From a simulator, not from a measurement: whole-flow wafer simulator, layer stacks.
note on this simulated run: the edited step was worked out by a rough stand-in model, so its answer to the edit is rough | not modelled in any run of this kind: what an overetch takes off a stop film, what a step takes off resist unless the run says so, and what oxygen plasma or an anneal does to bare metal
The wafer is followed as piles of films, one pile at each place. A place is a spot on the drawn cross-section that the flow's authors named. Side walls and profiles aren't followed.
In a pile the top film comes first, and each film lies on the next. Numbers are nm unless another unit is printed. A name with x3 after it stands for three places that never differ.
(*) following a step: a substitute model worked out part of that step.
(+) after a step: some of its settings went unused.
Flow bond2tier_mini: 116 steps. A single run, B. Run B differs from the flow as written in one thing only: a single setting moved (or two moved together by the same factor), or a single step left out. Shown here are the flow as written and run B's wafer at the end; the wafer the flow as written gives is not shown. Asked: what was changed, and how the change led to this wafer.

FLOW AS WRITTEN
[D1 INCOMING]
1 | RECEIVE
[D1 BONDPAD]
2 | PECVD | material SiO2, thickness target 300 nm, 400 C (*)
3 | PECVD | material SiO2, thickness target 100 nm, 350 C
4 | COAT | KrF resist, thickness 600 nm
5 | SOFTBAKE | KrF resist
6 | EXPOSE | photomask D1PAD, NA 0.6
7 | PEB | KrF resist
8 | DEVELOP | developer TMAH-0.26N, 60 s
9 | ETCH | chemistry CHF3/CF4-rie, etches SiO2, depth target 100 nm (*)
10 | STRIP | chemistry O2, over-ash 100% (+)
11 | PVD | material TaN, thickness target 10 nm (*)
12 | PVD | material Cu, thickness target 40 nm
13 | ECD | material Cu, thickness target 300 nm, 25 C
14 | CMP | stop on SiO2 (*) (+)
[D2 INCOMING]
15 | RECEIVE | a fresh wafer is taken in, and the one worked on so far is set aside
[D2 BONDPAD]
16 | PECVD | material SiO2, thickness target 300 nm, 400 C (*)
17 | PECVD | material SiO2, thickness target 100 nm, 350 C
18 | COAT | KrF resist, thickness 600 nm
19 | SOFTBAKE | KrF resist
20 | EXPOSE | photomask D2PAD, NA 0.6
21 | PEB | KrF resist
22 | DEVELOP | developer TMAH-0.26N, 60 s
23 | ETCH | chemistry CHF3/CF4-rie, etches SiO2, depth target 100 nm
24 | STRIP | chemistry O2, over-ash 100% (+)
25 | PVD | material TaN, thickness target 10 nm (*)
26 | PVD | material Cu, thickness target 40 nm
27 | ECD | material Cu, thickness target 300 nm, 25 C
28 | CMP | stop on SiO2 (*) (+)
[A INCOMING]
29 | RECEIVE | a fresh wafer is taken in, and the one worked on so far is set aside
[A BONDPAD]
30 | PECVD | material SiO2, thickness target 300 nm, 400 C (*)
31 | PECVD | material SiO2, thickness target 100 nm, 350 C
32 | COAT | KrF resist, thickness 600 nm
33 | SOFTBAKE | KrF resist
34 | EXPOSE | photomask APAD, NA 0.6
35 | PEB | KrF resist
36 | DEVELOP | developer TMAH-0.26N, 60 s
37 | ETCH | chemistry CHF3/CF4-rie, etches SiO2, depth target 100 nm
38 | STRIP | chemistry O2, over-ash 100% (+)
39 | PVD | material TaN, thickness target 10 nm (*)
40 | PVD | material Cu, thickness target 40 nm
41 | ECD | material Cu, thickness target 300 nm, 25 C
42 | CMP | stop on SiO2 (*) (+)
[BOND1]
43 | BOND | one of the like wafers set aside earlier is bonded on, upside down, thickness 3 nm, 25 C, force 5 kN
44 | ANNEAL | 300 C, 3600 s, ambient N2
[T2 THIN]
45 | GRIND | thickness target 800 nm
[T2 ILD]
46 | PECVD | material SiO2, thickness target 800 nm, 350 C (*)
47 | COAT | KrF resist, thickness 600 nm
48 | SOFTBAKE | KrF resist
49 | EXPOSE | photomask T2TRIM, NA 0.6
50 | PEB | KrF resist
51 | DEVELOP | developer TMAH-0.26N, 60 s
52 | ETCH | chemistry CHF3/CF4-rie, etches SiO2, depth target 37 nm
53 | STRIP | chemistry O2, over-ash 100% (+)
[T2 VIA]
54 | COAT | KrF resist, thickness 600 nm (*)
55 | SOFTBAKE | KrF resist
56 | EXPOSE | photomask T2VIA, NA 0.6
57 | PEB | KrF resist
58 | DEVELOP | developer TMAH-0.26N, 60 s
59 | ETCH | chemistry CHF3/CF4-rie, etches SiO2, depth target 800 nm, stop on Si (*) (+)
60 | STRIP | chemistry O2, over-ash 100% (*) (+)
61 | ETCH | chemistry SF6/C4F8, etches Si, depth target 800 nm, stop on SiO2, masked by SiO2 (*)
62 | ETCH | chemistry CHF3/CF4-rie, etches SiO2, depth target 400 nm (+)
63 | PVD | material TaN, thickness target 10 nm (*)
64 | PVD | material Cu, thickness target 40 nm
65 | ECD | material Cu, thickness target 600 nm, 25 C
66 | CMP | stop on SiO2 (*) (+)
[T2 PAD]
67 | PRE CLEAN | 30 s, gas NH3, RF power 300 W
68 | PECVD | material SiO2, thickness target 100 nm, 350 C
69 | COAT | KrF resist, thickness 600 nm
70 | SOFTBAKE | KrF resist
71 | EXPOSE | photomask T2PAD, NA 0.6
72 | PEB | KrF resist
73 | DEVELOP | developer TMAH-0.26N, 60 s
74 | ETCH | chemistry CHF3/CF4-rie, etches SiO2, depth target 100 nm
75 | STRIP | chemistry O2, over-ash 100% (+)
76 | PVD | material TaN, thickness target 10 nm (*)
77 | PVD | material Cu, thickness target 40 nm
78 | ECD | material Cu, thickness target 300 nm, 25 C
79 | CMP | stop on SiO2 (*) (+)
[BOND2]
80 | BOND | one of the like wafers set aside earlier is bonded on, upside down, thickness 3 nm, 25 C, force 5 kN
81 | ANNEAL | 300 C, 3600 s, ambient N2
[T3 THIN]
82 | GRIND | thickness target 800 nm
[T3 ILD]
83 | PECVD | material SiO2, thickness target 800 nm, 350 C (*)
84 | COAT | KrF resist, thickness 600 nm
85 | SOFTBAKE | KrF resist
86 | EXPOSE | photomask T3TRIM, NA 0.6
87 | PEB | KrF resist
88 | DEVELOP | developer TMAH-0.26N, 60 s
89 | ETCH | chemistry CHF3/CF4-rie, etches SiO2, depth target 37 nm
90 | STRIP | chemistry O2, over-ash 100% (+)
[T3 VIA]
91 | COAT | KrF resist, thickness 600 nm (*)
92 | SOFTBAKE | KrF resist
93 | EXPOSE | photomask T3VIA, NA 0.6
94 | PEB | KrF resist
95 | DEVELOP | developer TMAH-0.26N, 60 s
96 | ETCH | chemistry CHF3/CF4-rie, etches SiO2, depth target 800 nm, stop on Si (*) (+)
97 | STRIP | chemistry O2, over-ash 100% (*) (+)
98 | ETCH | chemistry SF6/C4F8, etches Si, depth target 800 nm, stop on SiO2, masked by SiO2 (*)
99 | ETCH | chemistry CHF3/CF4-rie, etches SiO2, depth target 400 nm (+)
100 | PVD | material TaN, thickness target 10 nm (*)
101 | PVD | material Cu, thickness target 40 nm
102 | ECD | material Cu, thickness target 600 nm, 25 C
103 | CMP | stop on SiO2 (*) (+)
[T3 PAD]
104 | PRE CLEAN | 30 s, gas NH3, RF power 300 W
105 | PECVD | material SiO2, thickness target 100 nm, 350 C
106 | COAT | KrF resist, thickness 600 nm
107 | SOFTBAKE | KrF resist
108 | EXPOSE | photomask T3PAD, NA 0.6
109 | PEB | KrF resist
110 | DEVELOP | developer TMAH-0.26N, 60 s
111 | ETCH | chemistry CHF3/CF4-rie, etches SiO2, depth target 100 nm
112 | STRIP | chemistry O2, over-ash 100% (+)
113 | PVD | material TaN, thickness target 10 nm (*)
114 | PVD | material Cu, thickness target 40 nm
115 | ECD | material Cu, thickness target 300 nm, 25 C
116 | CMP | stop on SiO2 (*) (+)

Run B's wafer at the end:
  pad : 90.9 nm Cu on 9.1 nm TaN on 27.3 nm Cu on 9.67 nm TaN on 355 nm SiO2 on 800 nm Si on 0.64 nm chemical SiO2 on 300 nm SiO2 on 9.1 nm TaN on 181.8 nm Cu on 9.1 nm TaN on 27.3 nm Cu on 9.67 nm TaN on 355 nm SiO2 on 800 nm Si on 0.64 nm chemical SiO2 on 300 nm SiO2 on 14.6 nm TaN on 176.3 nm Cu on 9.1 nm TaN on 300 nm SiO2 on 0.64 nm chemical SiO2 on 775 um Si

The reason: step 11, PVD: thickness target 16 nm was run, whereas the flow has thickness target 10 nm.

Step by step, how the change led to this:
  11 | PVD | material TaN, thickness target 10 nm (*)
      field: TaN gains 16 (new film) (in the flow as written it would be: TaN gains 10 (new film))
      pad: TaN gains 14.6 (new film) (in the flow as written it would be: TaN gains 9.1 (new film))
      (as well as at 1 more place)
  14 | CMP | stop on SiO2 (*) (+)
      field: Cu loses 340 (all of it), TaN loses 16 (all of it) (in the flow as written it would be: Cu loses 340 (all of it), TaN loses 10 (all of it))
  43 | BOND | one of the like wafers set aside earlier is bonded on, upside down, thickness 3 nm, 25 C, force 5 kN
      pad: Si gains 775 um (new film), chemical SiO2 gains 0.64 (new film), SiO2 gains 300 (new film), TaN gains 14.6 (new film), Cu gains 85.4 (in the flow as written it would be: Si gains 775 um (new film), chemical SiO2 gains 0.64 (new film), SiO2 gains 300 (new film), TaN gains 9.1 (new film), Cu gains 90.9)
      via: Si gains 775 um (new film), chemical SiO2 gains 0.64 (new film), SiO2 gains 300 (new film), TaN gains 16 (new film), Cu gains 84 (in the flow as written it would be: Si gains 775 um (new film), chemical SiO2 gains 0.64 (new film), SiO2 gains 300 (new film), TaN gains 9.97 (new film), Cu gains 90)
